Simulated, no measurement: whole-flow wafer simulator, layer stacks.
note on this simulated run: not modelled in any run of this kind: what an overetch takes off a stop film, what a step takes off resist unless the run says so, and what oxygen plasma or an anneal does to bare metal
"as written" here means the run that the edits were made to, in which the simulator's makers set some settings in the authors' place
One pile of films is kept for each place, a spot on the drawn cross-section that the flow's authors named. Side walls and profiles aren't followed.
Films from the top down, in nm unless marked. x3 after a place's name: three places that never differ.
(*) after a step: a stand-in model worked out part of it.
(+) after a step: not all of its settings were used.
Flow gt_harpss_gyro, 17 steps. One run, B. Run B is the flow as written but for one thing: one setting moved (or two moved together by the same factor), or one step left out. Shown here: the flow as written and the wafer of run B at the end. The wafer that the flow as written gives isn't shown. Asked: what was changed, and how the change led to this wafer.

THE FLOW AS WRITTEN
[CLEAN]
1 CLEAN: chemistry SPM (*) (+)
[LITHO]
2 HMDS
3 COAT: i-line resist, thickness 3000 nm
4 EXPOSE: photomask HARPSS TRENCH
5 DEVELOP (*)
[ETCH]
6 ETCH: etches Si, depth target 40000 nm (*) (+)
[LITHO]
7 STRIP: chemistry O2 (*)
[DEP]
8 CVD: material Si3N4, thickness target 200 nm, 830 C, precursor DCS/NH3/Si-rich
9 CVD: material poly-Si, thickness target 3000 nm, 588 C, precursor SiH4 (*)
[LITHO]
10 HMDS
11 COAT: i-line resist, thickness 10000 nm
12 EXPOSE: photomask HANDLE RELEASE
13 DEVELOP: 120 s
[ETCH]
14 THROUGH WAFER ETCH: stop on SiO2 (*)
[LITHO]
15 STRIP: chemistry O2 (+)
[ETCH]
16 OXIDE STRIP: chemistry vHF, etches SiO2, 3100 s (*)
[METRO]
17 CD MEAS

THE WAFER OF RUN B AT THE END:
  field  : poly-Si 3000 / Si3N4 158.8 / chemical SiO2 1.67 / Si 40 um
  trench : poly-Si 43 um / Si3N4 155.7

The cause: step 8, CVD: thickness target 158.8 nm was run, where the flow has thickness target 200 nm.
It can be read off the wafer: field has Si3N4 158.8, and step 8 as written asks for 200 nm.

How the change led to this, step by step:
  8 CVD: material Si3N4, thickness target 200 nm, 830 C, precursor DCS/NH3/Si-rich
      field: Si3N4 +158.8 (new film) (as written it would be: Si3N4 +200 (new film))
      trench: Si3N4 +155.7 (new film) (as written it would be: Si3N4 +195.9 (new film))
  9 CVD: material poly-Si, thickness target 3000 nm, 588 C, precursor SiH4 (*)
      trench: poly-Si +43 um (new film) (as written it would be: poly-Si +43.01 um (new film))
